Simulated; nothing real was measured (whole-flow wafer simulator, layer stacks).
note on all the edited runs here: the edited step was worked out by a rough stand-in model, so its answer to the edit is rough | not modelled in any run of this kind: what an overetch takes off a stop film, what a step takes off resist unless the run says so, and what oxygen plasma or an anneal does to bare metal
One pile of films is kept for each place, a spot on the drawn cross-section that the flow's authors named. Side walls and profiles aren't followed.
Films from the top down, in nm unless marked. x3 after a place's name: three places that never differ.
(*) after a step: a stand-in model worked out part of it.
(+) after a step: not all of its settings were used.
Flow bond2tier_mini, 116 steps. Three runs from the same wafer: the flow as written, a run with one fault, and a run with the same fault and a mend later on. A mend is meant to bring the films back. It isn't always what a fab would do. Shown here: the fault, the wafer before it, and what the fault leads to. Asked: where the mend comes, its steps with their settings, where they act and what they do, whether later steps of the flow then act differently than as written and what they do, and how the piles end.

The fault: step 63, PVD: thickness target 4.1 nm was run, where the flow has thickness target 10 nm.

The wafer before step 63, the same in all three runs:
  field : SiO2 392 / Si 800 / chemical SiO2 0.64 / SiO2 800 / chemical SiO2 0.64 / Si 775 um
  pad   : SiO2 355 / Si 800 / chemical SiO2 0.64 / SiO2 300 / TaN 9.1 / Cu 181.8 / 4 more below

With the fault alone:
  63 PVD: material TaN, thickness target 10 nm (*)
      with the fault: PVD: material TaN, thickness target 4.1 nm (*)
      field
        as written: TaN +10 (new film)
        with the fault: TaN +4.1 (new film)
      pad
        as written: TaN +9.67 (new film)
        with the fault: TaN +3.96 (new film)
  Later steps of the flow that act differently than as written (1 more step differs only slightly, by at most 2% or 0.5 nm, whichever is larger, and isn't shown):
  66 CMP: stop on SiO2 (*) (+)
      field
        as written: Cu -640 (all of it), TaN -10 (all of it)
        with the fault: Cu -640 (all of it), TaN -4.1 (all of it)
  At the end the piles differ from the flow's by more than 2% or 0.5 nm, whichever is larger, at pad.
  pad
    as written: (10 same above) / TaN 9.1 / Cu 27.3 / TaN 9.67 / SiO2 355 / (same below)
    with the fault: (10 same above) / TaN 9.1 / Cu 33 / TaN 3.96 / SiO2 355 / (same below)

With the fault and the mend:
  The mend comes after step 63.
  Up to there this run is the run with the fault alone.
  63a PVD: material TaN, thickness target 5.9 nm (*) (the flow's step 63 once more, with other settings)
      field
        TaN +5.9
      pad
        TaN +5.7
  No later step of the flow acts differently than as written at any place that is followed.
  At the end the piles differ from the flow's only slightly at the places that both follow, by at most 2% or 0.5 nm, whichever is larger.
